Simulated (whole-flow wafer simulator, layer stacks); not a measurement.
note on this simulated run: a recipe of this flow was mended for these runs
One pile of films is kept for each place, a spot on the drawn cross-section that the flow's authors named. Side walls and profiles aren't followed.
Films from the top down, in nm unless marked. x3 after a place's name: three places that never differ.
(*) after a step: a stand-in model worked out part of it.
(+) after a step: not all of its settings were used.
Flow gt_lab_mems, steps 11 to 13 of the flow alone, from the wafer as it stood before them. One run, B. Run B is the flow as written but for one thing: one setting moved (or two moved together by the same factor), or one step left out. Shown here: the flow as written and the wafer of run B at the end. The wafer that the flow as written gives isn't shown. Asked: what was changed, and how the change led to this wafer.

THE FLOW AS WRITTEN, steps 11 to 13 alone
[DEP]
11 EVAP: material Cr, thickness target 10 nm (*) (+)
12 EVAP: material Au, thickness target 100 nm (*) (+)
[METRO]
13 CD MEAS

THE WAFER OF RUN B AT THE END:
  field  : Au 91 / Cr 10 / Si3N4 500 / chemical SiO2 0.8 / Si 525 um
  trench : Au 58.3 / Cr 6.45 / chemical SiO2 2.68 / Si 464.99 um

The cause: step 12, EVAP: thickness target 91 nm was run, where the flow has thickness target 100 nm.
It can be read off the wafer: field has Au 91, and step 12 as written asks for 100 nm.

How the change led to this, step by step:
  12 EVAP: material Au, thickness target 100 nm (*) (+)
      field: Au +91 (new film) (as written it would be: Au +100 (new film))
      trench: Au +58.3 (new film) (as written it would be: Au +64.1 (new film))
